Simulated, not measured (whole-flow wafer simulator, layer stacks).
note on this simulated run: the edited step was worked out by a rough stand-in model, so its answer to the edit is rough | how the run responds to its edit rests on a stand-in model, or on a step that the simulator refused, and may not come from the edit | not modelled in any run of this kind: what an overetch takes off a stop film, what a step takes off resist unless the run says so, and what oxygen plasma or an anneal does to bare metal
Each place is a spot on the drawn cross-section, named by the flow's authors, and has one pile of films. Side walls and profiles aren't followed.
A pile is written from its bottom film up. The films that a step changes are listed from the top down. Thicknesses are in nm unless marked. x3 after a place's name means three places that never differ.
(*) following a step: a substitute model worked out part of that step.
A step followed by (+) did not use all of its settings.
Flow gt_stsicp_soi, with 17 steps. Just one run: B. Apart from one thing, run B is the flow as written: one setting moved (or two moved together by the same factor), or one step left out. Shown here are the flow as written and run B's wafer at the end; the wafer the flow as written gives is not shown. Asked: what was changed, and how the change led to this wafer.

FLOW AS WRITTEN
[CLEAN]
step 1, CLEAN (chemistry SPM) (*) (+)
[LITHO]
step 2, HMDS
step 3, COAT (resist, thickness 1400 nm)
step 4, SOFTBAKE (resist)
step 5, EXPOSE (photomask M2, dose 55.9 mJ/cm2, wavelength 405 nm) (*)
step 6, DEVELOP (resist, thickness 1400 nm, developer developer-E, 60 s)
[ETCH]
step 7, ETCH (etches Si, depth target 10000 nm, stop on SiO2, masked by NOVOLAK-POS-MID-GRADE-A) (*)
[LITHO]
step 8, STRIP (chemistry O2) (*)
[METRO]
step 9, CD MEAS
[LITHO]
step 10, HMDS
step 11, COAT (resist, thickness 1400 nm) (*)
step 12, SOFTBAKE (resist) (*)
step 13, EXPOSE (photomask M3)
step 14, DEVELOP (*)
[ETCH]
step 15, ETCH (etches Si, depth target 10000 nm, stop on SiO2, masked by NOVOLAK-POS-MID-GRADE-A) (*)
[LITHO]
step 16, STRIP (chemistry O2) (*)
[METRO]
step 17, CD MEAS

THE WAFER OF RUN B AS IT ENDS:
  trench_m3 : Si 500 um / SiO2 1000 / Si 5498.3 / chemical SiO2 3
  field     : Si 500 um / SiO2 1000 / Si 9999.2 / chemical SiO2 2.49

The reason: step 15, ETCH: depth target 4500 nm was run, while the flow as written has depth target 10000 nm.

How this came from the change, step by step:
  step 15, ETCH (etches Si, depth target 10000 nm, stop on SiO2, masked by NOVOLAK-POS-MID-GRADE-A) (*)
      trench_m3: -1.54 chemical SiO2 (all of it), -4500 Si (in the flow as written it would be: -1.54 chemical SiO2 (all of it), -9999.6 Si (all of it))
      field, trench_m2: -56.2 resist (in the flow as written it would be: -125 resist)
  step 16, STRIP (chemistry O2) (*)
      trench_m3: +3 chemical SiO2 (new film), -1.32 Si (in the flow as written it would be: nothing)
      field: -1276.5 resist (all of it), +0.94 chemical SiO2, -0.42 Si (in the flow as written it would be: -1207.8 resist (all of it), +0.94 chemical SiO2, -0.41 Si)
